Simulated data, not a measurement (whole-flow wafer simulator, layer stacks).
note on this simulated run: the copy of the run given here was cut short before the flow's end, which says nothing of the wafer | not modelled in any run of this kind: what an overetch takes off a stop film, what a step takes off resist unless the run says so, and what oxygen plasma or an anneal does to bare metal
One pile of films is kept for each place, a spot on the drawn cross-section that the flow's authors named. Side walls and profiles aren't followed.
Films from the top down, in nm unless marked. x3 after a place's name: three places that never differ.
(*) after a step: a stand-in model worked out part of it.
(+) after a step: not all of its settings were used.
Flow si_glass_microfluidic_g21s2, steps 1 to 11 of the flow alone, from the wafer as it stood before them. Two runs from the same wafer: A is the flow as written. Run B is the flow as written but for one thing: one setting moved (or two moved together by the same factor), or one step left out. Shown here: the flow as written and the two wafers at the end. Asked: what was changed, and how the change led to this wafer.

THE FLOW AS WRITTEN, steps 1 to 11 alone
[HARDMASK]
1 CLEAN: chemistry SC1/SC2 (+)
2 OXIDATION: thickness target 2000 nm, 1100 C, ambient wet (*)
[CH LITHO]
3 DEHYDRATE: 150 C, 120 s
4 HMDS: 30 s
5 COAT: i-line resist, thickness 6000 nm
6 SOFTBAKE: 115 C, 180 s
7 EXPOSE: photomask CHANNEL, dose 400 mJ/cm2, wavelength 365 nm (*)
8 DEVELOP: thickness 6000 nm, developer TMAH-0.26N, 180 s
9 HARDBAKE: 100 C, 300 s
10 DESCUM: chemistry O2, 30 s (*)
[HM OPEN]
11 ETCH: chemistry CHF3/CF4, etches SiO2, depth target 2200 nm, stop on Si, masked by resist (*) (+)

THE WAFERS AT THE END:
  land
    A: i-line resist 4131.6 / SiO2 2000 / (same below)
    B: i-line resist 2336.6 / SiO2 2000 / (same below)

The cause: step 5, COAT: thickness 4200 nm was run, where the flow has thickness 6000 nm.

How the change led to this, step by step:
  5 COAT: i-line resist, thickness 6000 nm
      land, trench20 x3: A i-line resist +6000 (new film) | B i-line resist +4200 (new film)
  8 DEVELOP: thickness 6000 nm, developer TMAH-0.26N, 180 s
      trench20 x3: A i-line resist -6000 (all of it) | B i-line resist -4200 (all of it)
  9 HARDBAKE: 100 C, 300 s
      land: A i-line resist -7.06 | B i-line resist -2.09
